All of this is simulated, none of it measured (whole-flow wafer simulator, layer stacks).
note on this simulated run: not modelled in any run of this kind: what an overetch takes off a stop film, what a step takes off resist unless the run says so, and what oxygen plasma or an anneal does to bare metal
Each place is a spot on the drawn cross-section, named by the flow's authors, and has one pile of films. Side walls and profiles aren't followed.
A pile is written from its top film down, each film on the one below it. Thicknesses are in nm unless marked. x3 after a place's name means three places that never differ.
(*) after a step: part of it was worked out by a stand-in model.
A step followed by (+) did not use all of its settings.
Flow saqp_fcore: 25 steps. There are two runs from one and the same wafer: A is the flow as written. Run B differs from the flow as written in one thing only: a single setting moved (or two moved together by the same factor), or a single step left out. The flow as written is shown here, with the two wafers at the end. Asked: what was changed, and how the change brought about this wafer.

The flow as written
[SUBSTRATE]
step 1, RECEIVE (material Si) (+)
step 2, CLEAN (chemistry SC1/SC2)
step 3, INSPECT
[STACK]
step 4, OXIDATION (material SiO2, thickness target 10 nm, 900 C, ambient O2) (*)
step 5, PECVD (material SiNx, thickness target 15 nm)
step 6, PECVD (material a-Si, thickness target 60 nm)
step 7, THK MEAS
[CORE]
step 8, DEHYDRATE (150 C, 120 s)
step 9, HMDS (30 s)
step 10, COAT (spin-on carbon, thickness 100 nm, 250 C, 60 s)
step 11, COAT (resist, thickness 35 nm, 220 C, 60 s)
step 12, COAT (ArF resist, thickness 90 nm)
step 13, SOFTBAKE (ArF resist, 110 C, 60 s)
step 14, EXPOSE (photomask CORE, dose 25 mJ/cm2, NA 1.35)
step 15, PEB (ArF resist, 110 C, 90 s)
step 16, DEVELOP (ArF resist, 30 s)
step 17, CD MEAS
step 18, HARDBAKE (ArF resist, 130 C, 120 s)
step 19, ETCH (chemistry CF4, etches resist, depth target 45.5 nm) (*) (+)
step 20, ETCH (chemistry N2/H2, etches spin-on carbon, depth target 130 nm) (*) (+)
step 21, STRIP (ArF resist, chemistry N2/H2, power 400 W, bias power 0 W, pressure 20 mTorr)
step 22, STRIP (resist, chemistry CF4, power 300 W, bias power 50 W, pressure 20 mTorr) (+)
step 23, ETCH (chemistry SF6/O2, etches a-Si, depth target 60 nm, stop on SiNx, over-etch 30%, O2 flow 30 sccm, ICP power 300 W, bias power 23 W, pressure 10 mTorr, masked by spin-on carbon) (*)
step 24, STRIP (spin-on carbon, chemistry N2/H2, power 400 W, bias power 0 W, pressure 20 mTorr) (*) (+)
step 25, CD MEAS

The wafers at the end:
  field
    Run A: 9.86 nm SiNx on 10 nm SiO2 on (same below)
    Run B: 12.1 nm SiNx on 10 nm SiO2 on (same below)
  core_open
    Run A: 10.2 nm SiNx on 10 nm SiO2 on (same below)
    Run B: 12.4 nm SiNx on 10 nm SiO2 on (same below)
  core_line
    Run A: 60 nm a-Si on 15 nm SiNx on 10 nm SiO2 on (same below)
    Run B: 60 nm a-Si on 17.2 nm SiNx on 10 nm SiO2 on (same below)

What caused this: step 5, PECVD: thickness target 17.2 nm was run, whereas the flow has thickness target 15 nm.
The wafer itself shows it: core_line has SiNx 17.2, and step 5 as written asks for 15 nm.

How this came from the change, step by step:
  step 5, PECVD (material SiNx, thickness target 15 nm)
      field, core_open, core_line: A +15 SiNx (new film) | B +17.2 SiNx (new film)
